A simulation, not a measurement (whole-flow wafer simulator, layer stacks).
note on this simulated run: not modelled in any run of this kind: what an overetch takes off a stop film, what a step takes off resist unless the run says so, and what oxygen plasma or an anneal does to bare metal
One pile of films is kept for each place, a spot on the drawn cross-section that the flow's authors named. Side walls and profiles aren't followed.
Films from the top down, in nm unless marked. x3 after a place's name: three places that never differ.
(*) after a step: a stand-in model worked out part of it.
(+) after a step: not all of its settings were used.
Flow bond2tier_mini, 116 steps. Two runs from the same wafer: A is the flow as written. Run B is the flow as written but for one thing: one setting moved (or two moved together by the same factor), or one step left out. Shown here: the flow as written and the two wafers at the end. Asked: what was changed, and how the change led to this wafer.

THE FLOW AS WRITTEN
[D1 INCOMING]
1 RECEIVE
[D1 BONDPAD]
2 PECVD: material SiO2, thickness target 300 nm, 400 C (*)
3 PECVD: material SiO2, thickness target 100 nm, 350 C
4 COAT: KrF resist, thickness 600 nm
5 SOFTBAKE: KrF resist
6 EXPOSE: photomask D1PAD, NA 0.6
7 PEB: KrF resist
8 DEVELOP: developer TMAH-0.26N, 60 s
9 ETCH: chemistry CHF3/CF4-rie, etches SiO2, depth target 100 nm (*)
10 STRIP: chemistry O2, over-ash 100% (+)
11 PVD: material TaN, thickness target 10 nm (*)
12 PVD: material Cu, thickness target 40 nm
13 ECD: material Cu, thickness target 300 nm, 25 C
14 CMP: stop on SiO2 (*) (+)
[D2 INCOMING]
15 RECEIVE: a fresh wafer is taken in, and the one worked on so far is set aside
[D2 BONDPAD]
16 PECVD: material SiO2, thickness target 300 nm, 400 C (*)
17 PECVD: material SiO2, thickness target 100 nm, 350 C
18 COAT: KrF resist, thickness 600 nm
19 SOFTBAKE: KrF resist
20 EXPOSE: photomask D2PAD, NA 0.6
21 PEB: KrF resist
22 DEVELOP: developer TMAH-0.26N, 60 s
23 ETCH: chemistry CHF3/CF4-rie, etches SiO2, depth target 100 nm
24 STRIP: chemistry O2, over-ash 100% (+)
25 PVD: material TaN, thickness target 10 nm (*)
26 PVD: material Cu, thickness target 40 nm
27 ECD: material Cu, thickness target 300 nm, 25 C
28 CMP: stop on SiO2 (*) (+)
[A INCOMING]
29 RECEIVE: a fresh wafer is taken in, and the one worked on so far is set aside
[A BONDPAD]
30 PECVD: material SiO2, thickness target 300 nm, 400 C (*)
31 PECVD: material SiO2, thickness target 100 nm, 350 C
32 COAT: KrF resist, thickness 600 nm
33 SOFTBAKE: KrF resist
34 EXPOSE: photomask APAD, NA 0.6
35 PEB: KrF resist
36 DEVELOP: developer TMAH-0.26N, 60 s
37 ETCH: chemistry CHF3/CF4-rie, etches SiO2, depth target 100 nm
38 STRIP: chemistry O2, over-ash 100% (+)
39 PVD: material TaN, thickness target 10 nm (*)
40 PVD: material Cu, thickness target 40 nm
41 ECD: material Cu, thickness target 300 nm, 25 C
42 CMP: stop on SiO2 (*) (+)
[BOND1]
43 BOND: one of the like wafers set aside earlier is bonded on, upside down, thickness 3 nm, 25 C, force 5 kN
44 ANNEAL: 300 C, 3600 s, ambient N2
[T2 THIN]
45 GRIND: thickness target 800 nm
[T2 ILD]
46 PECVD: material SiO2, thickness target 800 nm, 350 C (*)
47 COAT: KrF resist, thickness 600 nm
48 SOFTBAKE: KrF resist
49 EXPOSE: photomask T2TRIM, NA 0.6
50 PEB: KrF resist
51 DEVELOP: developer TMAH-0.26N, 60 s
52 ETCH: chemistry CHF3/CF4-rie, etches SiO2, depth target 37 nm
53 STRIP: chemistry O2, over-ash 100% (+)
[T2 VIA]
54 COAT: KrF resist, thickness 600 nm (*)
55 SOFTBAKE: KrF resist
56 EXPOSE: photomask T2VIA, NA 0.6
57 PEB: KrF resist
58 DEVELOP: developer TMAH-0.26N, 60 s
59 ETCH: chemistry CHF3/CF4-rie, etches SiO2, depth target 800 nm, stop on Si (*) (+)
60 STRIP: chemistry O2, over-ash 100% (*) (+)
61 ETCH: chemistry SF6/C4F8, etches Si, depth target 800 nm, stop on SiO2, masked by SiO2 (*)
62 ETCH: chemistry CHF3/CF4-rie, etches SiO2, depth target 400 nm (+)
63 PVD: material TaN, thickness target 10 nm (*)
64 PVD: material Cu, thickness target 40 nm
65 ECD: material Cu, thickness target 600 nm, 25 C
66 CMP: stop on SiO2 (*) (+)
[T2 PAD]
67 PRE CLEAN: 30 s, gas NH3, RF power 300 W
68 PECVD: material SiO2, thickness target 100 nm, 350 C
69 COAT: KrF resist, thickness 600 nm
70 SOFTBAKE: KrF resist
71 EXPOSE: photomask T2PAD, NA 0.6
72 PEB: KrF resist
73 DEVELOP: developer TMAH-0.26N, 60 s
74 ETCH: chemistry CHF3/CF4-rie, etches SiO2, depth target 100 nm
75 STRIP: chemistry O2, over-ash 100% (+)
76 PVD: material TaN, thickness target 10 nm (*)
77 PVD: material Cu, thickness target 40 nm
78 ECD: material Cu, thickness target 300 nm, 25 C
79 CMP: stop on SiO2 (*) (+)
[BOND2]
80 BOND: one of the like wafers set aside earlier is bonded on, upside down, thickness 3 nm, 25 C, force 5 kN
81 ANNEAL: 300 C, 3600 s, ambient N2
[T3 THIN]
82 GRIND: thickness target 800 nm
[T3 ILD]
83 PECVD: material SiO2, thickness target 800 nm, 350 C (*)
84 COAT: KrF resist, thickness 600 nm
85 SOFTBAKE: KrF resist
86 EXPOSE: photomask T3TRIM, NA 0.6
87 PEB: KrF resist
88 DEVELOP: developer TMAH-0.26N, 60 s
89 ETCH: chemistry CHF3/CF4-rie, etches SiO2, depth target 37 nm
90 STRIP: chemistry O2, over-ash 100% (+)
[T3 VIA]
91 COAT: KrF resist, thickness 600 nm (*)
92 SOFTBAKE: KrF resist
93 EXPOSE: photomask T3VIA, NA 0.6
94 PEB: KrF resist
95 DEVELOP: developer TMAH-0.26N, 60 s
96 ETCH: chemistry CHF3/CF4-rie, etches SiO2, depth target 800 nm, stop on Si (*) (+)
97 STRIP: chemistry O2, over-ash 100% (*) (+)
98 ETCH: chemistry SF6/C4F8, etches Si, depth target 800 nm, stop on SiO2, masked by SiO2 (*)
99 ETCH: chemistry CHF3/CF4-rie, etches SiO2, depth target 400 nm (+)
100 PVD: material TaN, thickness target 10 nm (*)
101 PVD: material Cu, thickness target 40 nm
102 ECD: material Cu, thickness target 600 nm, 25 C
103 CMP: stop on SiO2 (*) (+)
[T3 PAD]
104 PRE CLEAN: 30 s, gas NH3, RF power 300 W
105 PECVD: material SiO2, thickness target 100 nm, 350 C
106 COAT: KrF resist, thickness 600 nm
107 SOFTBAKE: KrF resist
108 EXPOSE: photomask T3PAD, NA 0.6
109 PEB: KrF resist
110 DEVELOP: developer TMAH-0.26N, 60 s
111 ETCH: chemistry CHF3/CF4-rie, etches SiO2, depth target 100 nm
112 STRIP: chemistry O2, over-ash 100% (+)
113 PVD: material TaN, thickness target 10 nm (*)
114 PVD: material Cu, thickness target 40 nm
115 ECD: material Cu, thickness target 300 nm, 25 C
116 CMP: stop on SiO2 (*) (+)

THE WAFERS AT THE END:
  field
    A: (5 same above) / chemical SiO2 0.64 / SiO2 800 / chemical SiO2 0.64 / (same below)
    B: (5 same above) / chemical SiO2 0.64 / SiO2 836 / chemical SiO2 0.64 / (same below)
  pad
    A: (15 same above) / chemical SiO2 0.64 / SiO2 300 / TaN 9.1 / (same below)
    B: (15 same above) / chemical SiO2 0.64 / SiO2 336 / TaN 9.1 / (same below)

The cause: step 3, PECVD: thickness target 136 nm was run, where the flow has thickness target 100 nm.

How the change led to this, step by step:
  3 PECVD: material SiO2, thickness target 100 nm, 350 C
      field, pad, via: A SiO2 +100 | B SiO2 +136
  43 BOND: one of the like wafers set aside earlier is bonded on, upside down, thickness 3 nm, 25 C, force 5 kN
      field: A Si +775 um (new film), chemical SiO2 +0.64 (new film), SiO2 +400 | B Si +775 um (new film), chemical SiO2 +0.64 (new film), SiO2 +436
      pad: A Si +775 um (new film), chemical SiO2 +0.64 (new film), SiO2 +300 (new film), TaN +9.1 (new film), Cu +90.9 | B Si +775 um (new film), chemical SiO2 +0.64 (new film), SiO2 +336 (new film), TaN +9.1 (new film), Cu +90.9
      (and at 1 more place)
